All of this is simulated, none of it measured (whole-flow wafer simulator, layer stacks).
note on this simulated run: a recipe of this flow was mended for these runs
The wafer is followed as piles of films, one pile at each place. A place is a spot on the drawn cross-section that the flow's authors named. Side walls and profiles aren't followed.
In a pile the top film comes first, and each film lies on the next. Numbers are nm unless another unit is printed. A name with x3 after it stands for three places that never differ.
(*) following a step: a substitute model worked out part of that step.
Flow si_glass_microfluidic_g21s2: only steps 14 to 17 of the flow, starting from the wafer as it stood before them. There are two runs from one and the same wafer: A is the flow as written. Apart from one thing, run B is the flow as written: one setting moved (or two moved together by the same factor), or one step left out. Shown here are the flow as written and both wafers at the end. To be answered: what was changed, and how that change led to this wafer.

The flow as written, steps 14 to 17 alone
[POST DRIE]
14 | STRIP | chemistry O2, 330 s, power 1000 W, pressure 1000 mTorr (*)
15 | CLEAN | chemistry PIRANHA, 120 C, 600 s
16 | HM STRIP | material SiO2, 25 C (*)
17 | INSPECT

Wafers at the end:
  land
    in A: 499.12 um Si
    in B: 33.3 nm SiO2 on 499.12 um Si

The reason: step 16, HM STRIP: 16 C was run, whereas the flow has 25 C.

The path from the change to this, step by step:
  16 | HM STRIP | material SiO2, 25 C (*)
      land: A -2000 SiO2 (all of it) | B -1966.7 SiO2
